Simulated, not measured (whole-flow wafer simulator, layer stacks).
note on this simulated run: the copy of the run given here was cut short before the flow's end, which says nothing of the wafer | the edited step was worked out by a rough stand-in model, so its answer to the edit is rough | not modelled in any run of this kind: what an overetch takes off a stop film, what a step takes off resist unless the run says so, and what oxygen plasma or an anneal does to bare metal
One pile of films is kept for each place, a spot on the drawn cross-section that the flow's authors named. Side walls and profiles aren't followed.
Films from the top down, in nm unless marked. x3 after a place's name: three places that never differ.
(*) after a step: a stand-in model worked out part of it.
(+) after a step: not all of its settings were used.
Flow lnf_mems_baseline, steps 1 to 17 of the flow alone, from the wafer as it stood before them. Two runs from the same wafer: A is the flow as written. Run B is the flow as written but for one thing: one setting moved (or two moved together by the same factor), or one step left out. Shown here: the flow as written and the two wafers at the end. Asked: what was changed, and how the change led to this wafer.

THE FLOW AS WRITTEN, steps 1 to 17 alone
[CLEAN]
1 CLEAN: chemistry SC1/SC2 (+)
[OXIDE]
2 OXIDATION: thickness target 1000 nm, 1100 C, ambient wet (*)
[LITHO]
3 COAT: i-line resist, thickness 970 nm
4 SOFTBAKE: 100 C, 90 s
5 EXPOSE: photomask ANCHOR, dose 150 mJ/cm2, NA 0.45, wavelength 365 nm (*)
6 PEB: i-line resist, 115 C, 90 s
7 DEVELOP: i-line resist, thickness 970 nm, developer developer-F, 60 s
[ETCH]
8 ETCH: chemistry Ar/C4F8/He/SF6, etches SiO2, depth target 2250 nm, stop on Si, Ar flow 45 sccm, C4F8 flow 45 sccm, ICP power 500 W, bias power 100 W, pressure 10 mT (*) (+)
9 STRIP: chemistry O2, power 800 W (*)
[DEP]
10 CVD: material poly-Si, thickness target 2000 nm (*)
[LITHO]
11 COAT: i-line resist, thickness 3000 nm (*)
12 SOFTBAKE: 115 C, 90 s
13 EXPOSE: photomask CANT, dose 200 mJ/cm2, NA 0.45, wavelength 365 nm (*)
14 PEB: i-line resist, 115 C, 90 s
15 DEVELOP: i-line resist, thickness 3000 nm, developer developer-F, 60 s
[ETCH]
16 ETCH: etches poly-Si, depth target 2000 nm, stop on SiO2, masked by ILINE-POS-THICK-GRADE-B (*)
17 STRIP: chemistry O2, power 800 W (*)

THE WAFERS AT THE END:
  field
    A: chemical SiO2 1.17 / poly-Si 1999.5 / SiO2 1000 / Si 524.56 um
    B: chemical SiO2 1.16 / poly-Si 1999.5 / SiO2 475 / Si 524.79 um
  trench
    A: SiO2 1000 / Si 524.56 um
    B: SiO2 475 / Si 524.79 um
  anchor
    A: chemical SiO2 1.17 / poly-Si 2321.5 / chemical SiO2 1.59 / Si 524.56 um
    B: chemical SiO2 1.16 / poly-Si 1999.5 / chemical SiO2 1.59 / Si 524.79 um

The cause: step 2, OXIDATION: thickness target 475 nm was run, where the flow has thickness target 1000 nm.
It can be read off the wafer: field has SiO2 475, and step 2 as written asks for 1000 nm.

How the change led to this, step by step:
  2 OXIDATION: thickness target 1000 nm, 1100 C, ambient wet (*)
      field, anchor, beam, trench, char_slit: A SiO2 +1000 (new film), chemical SiO2 -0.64 (all of it), Si -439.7 | B SiO2 +475 (new film), chemical SiO2 -0.64 (all of it), Si -208.7
  8 ETCH: chemistry Ar/C4F8/He/SF6, etches SiO2, depth target 2250 nm, stop on Si, Ar flow 45 sccm, C4F8 flow 45 sccm, ICP power 500 W, bias power 100 W, pressure 10 mT (*) (+)
      field, beam, trench, char_slit: A i-line resist -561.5 | B i-line resist -299
      anchor: A SiO2 -1000 (all of it) | B SiO2 -475 (all of it)
  9 STRIP: chemistry O2, power 800 W (*)
      field, beam, trench, char_slit: A i-line resist -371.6 (all of it) | B i-line resist -634.1 (all of it)
  10 CVD: material poly-Si, thickness target 2000 nm (*)
      anchor: A poly-Si +2322 (new film) | B poly-Si +2000 (new film)
  11 COAT: i-line resist, thickness 3000 nm (*)
      anchor: A i-line resist +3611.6 (new film) | B i-line resist +3413 (new film)
  12 SOFTBAKE: 115 C, 90 s
      anchor: A i-line resist +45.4 | B i-line resist +41.9
  14 PEB: i-line resist, 115 C, 90 s
      anchor: A i-line resist -46.1 | B i-line resist -42.5
  17 STRIP: chemistry O2, power 800 W (*)
      anchor: A chemical SiO2 +1.17 (new film), i-line resist -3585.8 (all of it), poly-Si -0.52 | B chemical SiO2 +1.16 (new film), i-line resist -3387.3 (all of it), poly-Si -0.51
